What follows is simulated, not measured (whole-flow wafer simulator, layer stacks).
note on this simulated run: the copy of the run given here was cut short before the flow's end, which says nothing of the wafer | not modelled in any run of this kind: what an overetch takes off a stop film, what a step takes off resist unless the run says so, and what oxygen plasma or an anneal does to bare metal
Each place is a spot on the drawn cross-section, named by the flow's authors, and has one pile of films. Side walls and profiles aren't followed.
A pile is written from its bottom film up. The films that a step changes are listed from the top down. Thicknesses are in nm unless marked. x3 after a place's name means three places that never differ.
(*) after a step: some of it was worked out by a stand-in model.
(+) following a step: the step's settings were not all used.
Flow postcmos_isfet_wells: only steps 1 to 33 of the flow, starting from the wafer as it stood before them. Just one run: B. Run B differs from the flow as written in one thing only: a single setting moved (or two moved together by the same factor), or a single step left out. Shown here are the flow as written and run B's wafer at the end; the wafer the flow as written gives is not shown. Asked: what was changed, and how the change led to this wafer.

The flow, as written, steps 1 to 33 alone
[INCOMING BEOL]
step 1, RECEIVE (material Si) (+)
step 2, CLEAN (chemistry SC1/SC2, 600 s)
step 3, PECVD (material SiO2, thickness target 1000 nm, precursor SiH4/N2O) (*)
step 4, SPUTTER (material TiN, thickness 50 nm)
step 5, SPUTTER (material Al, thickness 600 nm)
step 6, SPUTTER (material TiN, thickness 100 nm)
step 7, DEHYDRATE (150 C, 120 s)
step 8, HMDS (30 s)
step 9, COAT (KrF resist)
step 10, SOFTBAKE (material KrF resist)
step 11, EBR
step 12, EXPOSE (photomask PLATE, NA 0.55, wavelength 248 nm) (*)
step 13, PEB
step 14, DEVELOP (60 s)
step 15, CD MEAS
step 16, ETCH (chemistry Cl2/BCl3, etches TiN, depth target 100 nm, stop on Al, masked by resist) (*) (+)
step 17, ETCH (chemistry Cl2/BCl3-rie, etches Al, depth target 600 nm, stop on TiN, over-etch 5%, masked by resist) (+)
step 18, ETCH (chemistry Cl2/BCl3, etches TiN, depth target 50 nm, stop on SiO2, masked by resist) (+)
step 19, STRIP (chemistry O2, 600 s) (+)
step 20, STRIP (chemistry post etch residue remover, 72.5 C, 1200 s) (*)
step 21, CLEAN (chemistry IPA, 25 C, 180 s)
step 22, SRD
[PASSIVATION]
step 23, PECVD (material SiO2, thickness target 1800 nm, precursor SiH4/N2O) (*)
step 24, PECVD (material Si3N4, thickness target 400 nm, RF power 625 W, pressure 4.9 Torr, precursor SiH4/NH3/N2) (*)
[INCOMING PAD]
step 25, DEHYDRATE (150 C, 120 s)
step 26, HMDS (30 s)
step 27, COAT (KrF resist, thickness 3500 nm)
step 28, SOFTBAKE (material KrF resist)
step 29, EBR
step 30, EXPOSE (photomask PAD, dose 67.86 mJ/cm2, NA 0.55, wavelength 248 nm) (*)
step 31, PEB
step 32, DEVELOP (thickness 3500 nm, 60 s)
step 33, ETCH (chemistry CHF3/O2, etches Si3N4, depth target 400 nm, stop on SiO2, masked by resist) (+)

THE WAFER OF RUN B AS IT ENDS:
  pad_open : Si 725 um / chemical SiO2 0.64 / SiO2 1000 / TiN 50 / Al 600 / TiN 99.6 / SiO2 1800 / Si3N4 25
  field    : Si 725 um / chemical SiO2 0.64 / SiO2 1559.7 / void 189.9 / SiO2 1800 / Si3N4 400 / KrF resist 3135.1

Cause: step 33, ETCH: depth target 375 nm was run, whereas the flow has depth target 400 nm.

Step by step, how the change led to this:
  step 33, ETCH (chemistry CHF3/O2, etches Si3N4, depth target 400 nm, stop on SiO2, masked by resist) (+)
      pad_open: Si3N4 loses 375 (in the flow as written it would be: Si3N4 loses 400 (all of it))
      field, margin x7: KrF resist loses 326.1 (in the flow as written it would be: KrF resist loses 347.8)
